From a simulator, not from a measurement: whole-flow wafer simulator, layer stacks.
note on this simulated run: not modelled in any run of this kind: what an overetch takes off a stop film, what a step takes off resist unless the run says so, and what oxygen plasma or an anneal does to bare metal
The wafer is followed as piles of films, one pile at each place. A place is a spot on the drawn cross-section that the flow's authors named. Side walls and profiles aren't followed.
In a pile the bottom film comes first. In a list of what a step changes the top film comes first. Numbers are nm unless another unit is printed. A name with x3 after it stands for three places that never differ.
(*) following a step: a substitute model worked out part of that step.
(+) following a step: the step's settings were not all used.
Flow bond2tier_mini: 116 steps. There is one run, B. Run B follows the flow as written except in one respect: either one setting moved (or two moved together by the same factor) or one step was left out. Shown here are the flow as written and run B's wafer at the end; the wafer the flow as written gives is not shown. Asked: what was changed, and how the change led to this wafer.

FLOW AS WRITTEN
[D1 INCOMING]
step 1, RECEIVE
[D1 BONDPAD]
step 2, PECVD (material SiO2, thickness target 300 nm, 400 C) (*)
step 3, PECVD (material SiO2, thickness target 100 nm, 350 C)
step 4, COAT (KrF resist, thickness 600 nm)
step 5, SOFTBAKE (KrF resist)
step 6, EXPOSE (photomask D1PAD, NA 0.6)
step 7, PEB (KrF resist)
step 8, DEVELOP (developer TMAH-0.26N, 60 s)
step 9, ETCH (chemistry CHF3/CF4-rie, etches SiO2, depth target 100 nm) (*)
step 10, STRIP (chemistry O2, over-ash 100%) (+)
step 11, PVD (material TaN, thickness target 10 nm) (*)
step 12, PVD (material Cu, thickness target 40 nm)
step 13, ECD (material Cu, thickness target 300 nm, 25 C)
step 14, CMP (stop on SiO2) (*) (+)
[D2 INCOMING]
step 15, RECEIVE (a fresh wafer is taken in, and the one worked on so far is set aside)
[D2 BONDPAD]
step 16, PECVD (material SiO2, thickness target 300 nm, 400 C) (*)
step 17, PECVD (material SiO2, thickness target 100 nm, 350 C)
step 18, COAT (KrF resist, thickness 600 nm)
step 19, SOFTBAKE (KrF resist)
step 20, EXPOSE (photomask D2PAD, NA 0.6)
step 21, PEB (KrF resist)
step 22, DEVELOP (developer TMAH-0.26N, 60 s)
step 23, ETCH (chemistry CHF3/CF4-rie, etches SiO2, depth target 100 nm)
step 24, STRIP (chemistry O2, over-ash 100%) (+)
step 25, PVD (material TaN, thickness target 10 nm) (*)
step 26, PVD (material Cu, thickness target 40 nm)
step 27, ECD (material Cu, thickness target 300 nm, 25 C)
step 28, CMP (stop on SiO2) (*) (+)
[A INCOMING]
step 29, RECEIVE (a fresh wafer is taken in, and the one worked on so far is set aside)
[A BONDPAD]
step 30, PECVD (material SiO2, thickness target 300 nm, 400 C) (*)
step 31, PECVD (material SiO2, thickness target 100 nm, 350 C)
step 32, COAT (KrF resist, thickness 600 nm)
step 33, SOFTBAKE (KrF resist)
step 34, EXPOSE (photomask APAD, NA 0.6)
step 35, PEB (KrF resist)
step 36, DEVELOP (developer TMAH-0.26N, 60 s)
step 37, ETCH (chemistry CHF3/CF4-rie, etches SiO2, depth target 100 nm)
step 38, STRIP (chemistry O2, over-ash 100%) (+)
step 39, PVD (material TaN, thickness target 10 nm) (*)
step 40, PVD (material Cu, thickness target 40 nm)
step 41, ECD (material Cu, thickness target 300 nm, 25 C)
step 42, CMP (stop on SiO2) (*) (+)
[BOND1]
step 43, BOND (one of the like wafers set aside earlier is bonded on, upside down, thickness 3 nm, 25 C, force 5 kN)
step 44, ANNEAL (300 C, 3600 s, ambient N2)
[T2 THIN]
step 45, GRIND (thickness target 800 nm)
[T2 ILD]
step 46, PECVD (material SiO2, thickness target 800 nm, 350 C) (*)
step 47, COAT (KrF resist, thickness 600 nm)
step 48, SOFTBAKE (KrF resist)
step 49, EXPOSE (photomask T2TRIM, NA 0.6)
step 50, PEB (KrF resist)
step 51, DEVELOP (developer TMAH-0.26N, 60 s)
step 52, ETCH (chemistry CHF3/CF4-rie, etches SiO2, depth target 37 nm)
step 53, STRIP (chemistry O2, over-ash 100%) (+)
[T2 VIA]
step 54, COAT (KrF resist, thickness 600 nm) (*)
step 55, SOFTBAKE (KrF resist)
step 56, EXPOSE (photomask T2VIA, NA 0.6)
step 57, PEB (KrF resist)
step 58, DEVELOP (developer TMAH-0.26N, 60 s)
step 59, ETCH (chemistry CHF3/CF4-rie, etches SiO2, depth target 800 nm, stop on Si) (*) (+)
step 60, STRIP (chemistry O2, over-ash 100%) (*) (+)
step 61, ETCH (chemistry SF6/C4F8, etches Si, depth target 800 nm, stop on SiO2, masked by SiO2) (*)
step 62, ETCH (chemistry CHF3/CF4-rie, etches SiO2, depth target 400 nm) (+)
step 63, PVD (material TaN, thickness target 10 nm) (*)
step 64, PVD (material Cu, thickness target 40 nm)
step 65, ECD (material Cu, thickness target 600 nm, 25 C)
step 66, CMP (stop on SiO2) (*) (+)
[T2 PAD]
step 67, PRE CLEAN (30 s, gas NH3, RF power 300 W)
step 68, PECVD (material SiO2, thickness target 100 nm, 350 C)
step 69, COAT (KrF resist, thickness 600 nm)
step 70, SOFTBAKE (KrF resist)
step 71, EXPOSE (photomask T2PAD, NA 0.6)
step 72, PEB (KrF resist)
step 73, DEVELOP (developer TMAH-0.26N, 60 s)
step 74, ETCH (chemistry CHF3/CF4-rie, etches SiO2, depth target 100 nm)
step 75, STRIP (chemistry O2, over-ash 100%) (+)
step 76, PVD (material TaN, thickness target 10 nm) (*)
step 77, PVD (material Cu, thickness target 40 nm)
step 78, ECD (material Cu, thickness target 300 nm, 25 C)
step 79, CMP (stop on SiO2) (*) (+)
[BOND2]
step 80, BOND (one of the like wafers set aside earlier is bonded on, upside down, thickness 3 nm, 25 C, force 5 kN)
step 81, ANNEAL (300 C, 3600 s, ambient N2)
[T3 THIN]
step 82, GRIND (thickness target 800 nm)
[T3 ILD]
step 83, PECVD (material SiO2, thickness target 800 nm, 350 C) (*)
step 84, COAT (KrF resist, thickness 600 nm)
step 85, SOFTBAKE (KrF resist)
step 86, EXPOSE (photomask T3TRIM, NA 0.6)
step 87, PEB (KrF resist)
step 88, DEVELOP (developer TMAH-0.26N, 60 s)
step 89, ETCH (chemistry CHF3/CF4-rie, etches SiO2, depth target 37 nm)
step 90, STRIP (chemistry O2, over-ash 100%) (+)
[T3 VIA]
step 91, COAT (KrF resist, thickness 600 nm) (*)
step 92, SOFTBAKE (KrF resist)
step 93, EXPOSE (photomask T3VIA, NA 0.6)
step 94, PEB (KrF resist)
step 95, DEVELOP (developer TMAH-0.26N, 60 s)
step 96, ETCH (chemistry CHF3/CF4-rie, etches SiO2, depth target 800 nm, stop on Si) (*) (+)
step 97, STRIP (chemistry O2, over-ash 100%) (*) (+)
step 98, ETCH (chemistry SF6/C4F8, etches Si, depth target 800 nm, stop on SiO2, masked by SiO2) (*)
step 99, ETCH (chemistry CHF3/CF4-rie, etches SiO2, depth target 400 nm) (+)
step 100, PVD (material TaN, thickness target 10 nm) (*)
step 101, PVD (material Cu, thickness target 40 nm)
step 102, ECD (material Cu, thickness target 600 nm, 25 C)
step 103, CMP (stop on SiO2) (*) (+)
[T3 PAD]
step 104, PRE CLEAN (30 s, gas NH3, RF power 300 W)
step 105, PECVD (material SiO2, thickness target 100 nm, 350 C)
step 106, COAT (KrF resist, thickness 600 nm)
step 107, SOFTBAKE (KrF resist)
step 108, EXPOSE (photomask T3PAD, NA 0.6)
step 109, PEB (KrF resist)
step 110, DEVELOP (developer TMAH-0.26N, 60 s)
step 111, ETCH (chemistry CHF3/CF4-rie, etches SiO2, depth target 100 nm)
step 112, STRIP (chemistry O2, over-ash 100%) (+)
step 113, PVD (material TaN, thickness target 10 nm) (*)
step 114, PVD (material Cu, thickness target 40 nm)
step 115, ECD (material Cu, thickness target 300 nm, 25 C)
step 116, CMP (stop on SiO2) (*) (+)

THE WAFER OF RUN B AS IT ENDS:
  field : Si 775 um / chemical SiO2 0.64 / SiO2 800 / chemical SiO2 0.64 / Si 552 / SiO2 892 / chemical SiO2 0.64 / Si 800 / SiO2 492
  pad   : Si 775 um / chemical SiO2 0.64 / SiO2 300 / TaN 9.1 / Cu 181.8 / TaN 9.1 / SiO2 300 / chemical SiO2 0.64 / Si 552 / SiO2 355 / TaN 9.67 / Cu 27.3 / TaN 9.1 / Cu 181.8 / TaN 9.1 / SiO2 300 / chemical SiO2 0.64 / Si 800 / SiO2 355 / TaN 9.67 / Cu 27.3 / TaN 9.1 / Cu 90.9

The reason: step 45, GRIND: thickness target 552 nm was run, while the flow as written has thickness target 800 nm.
One can read it off the wafer: field has Si 552, and step 45 as written asks for 800 nm.

Step by step, how the change led to this:
  step 45, GRIND (thickness target 800 nm)
      field, pad, via: -774.45 um Si (as written it would have been: -774.2 um Si)
